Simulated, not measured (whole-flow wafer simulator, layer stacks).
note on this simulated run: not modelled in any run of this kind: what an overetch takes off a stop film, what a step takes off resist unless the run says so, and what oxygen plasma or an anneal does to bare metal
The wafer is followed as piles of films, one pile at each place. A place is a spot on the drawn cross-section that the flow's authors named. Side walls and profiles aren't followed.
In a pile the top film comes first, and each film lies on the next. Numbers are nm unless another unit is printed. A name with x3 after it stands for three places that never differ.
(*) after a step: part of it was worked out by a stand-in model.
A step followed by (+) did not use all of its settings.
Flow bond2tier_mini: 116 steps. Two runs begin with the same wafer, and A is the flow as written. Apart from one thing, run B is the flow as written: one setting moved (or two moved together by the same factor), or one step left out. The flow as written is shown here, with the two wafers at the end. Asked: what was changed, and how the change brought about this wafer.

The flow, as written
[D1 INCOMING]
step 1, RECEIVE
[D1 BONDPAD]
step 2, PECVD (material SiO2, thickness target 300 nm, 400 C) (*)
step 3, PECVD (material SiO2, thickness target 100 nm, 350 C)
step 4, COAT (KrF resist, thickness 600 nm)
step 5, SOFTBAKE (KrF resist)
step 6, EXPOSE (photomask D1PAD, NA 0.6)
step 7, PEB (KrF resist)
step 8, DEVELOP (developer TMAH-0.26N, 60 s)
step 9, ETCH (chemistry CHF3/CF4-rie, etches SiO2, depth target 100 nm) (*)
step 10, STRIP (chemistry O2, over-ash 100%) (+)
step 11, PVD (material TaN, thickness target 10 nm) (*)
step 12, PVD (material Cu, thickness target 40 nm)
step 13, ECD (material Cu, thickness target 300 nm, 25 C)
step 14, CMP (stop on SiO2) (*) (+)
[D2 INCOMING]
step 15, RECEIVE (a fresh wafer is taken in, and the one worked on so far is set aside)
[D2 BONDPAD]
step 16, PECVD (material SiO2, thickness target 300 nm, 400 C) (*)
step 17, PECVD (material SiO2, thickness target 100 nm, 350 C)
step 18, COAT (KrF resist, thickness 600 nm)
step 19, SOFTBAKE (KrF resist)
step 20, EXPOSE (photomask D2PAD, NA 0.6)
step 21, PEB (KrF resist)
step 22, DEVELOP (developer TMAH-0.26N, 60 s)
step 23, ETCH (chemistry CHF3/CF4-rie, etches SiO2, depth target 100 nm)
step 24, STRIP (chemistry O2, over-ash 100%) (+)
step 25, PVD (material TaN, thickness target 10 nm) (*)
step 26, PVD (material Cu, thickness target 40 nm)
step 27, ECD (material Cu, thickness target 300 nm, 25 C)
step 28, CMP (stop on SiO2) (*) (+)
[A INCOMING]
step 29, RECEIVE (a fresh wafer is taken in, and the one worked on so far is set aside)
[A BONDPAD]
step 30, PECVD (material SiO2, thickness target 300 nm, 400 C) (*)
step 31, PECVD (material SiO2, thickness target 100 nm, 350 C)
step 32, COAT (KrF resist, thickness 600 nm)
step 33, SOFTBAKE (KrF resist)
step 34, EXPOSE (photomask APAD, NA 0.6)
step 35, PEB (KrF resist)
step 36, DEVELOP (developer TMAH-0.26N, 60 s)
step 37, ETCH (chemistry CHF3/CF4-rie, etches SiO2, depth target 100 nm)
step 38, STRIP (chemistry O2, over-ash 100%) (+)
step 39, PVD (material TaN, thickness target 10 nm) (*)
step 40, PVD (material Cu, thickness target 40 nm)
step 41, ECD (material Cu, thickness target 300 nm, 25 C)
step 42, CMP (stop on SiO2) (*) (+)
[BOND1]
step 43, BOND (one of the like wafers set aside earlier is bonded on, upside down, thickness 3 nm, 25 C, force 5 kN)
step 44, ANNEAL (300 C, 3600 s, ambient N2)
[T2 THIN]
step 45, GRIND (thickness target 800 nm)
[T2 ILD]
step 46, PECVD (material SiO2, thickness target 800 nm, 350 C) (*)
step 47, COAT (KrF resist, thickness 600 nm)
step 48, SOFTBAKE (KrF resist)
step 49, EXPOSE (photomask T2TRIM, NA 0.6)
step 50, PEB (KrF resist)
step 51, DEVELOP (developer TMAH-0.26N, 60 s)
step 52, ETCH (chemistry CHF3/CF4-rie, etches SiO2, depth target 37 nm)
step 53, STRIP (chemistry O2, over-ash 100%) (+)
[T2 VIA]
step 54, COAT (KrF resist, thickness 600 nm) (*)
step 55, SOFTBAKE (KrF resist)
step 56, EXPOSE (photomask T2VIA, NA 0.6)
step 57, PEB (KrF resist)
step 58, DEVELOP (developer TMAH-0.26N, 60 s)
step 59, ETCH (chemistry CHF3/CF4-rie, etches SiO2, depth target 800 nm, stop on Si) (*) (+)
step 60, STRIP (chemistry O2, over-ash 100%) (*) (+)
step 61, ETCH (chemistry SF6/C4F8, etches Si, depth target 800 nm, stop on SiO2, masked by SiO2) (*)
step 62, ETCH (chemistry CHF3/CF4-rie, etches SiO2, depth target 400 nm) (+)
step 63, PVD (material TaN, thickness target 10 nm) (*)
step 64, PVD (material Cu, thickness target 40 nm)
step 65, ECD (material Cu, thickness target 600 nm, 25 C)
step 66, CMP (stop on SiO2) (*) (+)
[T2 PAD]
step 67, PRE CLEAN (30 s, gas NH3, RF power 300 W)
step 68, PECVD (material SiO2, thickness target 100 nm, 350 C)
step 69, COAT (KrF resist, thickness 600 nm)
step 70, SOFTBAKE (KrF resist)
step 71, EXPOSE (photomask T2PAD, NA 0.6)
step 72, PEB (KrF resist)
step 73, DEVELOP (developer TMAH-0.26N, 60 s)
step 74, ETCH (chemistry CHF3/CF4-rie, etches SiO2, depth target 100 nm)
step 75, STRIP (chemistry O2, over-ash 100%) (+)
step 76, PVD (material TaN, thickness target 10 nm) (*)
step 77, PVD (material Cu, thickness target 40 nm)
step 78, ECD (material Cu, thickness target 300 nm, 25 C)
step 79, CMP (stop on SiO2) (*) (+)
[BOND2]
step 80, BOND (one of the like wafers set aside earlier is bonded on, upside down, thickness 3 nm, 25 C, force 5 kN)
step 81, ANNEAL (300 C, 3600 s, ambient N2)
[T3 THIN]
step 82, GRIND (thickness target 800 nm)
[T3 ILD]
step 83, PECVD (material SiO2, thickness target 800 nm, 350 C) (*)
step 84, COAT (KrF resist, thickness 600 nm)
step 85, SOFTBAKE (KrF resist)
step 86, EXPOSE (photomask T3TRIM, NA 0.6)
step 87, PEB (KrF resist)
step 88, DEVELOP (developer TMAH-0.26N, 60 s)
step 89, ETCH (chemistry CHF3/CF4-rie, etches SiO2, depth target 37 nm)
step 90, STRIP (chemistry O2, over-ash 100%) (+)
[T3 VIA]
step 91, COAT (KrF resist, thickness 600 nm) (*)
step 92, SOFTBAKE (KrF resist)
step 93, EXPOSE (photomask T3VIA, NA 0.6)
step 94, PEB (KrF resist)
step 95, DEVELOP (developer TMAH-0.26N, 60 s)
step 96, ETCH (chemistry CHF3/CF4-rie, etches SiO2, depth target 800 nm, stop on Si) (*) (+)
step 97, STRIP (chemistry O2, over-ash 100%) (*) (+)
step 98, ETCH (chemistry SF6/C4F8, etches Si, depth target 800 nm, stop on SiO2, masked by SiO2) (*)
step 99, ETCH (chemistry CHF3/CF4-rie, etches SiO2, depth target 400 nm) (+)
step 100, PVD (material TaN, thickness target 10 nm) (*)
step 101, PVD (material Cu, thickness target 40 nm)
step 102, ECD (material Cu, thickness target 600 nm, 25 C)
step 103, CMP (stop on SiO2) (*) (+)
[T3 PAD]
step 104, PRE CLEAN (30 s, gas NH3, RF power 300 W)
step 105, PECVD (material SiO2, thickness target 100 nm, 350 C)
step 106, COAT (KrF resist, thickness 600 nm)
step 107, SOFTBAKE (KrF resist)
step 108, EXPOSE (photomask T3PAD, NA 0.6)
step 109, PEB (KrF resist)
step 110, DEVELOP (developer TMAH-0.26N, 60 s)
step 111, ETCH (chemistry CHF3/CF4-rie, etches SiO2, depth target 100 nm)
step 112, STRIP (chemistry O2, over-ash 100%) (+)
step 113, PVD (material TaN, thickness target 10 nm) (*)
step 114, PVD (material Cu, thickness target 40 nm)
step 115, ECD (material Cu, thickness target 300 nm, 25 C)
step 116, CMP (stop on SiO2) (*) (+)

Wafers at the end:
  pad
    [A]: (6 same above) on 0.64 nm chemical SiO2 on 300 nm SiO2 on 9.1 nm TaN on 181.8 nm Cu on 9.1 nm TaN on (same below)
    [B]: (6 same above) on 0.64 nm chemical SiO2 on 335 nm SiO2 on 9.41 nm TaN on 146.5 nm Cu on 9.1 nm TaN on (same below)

What caused this: step 23, ETCH: depth target 65 nm was run, though the flow has depth target 100 nm.

How this came from the change, step by step:
  step 23, ETCH (chemistry CHF3/CF4-rie, etches SiO2, depth target 100 nm)
      pad, via: A -100 SiO2 | B -65 SiO2
      field: A -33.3 KrF resist | B -21.7 KrF resist
  step 24, STRIP (chemistry O2, over-ash 100%) (+)
      field: A -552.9 KrF resist (all of it) | B -564.6 KrF resist (all of it)
  step 26, PVD (material Cu, thickness target 40 nm)
      pad: A +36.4 Cu (new film) | B +37.6 Cu (new film)
  step 27, ECD (material Cu, thickness target 300 nm, 25 C)
      pad: A +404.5 Cu | B +367.9 Cu
      via: A +400.2 Cu | B +365 Cu
  step 80, BOND (one of the like wafers set aside earlier is bonded on, upside down, thickness 3 nm, 25 C, force 5 kN)
      pad: A +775 um Si (new film), +0.64 chemical SiO2 (new film), +300 SiO2 (new film), +9.1 TaN (new film), +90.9 Cu | B +775 um Si (new film), +0.64 chemical SiO2 (new film), +335 SiO2 (new film), +9.41 TaN (new film), +55.6 Cu
